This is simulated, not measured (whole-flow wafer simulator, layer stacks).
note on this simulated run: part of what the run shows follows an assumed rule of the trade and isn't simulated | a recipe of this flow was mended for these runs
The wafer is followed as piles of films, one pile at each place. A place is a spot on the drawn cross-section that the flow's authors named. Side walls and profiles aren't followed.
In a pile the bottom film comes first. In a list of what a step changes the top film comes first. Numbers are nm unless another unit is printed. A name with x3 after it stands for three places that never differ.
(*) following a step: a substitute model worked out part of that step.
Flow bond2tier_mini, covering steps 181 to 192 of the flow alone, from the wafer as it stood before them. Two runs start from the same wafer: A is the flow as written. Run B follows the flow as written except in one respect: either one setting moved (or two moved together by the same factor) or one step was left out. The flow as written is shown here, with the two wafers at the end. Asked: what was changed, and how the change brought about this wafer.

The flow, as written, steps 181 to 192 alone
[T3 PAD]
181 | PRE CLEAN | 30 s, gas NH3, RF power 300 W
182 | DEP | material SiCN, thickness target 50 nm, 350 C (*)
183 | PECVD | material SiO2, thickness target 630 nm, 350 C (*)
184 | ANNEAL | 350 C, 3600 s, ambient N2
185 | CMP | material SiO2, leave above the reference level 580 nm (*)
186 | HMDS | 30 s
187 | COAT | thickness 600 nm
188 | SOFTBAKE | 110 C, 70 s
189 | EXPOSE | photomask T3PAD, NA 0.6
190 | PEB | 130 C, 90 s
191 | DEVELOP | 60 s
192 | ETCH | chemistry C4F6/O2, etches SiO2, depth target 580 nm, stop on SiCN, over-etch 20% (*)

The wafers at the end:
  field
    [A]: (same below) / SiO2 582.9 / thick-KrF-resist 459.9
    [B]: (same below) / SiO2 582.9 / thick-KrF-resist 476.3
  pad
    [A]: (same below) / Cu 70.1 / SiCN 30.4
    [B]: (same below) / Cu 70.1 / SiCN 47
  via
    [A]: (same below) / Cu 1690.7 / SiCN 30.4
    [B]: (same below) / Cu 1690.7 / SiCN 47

The reason: step 192, ETCH: depth target 498.3 nm was run, whereas the flow has depth target 580 nm.

The path from the change to this, step by step:
  192 | ETCH | chemistry C4F6/O2, etches SiO2, depth target 580 nm, stop on SiCN, over-etch 20% (*)
      pad, via: A -580 SiO2 (all of it), -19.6 SiCN | B -580 SiO2 (all of it), -3.03 SiCN
      field: A -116 thick-KrF-resist | B -99.7 thick-KrF-resist
